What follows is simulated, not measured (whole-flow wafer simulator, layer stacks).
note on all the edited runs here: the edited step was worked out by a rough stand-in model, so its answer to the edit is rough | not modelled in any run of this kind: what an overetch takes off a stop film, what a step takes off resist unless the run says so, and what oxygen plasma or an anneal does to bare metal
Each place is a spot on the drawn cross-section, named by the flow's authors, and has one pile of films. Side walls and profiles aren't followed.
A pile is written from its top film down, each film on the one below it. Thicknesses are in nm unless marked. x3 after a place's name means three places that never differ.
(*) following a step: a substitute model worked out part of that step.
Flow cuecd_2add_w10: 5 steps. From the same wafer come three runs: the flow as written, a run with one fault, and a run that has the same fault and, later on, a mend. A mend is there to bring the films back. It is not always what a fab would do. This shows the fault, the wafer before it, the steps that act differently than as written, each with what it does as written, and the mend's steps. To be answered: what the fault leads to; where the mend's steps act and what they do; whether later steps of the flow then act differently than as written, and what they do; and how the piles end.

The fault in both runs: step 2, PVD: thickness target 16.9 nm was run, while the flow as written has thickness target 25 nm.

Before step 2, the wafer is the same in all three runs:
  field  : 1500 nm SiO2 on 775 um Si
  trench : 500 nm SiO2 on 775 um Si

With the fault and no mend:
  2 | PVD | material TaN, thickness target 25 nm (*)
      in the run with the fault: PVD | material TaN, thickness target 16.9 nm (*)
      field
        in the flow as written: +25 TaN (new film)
        in the run with the fault: +16.9 TaN (new film)
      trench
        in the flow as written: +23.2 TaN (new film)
        in the run with the fault: +15.7 TaN (new film)
  Every later step of the flow that is run acts as written at every place that is followed.
  By the end, the piles at field, trench depart from the flow's by more than 2% or 0.5 nm, whichever is larger.
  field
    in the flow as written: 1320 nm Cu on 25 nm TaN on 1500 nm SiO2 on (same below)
    in the run with the fault: 1320 nm Cu on 16.9 nm TaN on 1500 nm SiO2 on (same below)
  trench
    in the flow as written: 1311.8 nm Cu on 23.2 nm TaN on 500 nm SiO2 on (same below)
    in the run with the fault: 1311.8 nm Cu on 15.7 nm TaN on 500 nm SiO2 on (same below)

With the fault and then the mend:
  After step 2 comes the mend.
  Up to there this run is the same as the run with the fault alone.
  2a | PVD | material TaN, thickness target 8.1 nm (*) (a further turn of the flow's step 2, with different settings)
      field
        +8.1 TaN
      trench
        +7.51 TaN
  Every later step of the flow that is run acts as written at every place that is followed.
  The piles end the same as the flow's at every place that both follow.
